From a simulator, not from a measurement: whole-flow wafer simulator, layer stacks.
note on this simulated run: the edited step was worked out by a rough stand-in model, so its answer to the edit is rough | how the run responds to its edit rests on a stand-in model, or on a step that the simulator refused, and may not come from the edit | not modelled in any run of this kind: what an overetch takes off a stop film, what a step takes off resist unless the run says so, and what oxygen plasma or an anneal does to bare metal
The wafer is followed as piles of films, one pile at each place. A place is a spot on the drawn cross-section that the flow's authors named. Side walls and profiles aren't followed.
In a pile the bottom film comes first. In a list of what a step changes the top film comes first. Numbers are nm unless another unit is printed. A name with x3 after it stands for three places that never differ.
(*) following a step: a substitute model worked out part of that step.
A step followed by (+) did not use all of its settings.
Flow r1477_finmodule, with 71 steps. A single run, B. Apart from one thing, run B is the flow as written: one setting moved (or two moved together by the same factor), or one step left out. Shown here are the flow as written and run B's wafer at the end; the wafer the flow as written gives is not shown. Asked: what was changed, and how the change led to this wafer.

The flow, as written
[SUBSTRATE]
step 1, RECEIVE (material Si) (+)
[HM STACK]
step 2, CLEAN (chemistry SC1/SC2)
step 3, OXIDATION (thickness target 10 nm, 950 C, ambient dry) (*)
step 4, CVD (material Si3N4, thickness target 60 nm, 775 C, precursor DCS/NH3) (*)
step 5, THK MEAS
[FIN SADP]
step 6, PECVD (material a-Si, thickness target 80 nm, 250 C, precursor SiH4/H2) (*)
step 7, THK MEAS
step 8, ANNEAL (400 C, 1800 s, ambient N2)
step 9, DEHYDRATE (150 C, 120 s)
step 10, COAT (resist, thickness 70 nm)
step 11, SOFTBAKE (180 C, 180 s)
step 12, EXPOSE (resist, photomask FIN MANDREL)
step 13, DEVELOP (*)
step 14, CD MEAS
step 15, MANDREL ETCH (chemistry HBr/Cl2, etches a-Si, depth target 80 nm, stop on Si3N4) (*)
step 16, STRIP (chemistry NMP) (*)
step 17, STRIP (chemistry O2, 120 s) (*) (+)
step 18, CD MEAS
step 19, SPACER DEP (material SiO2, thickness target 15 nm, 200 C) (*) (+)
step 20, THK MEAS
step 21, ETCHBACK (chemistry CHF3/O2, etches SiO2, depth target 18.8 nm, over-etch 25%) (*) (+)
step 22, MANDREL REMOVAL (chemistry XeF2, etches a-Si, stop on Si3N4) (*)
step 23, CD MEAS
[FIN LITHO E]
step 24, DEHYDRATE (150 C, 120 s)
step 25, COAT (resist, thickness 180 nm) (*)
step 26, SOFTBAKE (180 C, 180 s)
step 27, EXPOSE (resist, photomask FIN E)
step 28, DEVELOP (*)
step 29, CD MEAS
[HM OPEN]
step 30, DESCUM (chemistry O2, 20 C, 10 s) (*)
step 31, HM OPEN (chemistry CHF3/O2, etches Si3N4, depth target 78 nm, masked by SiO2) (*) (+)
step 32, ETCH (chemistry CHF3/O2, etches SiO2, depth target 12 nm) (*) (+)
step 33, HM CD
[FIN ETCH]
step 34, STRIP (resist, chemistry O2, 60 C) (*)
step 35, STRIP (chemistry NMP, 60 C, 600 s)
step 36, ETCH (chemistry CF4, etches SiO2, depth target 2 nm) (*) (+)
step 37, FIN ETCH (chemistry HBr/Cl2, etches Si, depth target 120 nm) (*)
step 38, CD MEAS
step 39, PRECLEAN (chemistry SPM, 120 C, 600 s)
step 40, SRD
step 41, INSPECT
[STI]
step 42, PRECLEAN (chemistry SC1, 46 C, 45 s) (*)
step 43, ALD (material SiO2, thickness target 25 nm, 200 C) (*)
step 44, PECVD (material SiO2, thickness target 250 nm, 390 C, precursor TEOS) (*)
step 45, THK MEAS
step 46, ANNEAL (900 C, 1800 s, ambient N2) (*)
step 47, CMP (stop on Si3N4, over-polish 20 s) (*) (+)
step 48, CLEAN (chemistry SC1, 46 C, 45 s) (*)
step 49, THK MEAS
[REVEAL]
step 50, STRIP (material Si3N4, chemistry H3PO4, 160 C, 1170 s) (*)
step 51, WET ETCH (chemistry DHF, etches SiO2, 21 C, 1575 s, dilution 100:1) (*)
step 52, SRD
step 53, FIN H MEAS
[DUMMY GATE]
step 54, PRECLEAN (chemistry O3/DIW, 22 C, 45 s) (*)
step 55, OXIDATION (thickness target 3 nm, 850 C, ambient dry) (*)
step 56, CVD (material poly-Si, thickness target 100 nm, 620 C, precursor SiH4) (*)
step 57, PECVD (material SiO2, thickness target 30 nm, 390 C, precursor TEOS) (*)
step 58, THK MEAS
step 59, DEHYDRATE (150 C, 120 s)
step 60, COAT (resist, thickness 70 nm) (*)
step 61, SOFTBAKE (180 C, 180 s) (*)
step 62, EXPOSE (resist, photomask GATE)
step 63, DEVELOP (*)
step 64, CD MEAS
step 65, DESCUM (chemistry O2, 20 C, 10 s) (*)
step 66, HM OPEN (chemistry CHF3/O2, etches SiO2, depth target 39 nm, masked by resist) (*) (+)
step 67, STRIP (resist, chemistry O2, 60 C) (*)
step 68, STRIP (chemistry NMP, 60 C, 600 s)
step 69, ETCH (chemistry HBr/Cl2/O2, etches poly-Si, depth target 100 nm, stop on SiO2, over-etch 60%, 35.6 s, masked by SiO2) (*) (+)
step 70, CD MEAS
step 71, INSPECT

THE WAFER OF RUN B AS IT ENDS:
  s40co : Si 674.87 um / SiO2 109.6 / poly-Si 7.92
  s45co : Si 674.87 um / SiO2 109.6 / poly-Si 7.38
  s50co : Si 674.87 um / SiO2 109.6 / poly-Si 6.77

What caused this: step 57, PECVD: thickness target 41.7 nm was run, whereas the flow has thickness target 30 nm.

Step by step, how the change led to this:
  step 57, PECVD (material SiO2, thickness target 30 nm, 390 C, precursor TEOS) (*)
      pad, padg, elg and 33 more: +41.7 SiO2 (new film) (in the flow as written it would be: +30 SiO2 (new film))
  step 66, HM OPEN (chemistry CHF3/O2, etches SiO2, depth target 39 nm, masked by resist) (*) (+)
      pad, elo, eso and 15 more: -39 SiO2 (in the flow as written it would be: -30 SiO2 (all of it), -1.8 poly-Si)
  step 67, STRIP (resist, chemistry O2, 60 C) (*)
      pad, elo, eso and 15 more: nothing (in the flow as written it would be: +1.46 chemical SiO2 (new film), -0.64 poly-Si)
  step 69, ETCH (chemistry HBr/Cl2/O2, etches poly-Si, depth target 100 nm, stop on SiO2, over-etch 60%, 35.6 s, masked by SiO2) (*) (+)
      pad, eso, e40so, e100so, e200so, s40so, s45so, s50so: -2.7 SiO2 (all of it), -100 poly-Si (all of it) (in the flow as written it would be: -1.46 chemical SiO2 (all of it), -97.6 poly-Si (all of it), -0.42 SiO2)
      elo, e40lo, e100lo, e200lo: -2.7 SiO2 (all of it), -100 poly-Si (all of it) (in the flow as written it would be: -1.46 chemical SiO2 (all of it), -97.6 poly-Si (all of it), -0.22 Si3N4)
      (as well as at 6 more places)
